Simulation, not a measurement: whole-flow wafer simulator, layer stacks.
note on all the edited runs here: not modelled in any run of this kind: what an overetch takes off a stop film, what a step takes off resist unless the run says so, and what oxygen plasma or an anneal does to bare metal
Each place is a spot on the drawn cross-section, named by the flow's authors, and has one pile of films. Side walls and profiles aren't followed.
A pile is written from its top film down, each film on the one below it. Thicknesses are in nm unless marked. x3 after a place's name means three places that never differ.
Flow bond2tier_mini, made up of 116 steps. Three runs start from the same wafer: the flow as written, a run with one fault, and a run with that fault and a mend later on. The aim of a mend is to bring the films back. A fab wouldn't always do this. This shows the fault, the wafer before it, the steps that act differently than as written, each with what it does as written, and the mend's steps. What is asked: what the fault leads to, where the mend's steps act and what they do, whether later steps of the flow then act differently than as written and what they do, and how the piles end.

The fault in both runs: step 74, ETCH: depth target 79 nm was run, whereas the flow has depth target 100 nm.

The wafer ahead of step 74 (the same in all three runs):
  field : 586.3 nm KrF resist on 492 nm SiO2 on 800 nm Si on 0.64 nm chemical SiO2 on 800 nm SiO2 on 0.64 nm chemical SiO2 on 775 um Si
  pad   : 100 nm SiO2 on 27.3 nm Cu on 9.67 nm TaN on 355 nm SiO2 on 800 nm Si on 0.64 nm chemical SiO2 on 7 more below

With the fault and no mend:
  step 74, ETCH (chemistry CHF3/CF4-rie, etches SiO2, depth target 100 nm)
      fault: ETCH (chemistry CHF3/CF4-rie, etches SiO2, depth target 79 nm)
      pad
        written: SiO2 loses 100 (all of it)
        fault: SiO2 loses 79
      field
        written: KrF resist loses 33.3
        fault: KrF resist loses 26.3
  Later steps of the flow acting differently than as written (3 more steps, not shown, differ only slightly: by at most 2% or 0.5 nm, whichever is larger):
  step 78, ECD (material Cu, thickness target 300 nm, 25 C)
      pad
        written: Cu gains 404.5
        fault: Cu gains 382.6
  At pad, the piles at the end differ from the flow's by more than 2% or 0.5 nm, whichever is larger.
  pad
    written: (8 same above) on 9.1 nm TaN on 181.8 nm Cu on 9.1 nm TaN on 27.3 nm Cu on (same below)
    fault: (8 same above) on 9.1 nm TaN on 160.6 nm Cu on 9.29 nm TaN on 21 nm SiO2 on 27.3 nm Cu on (same below)

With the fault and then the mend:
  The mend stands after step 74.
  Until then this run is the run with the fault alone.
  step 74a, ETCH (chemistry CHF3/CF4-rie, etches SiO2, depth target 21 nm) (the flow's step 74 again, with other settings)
      field
        KrF resist loses 7
      pad
        SiO2 loses 21 (all of it)
  None of the later steps of the flow acts differently than as written at any place that is followed.
  At every place that both follow, the piles at the end match the flow's.
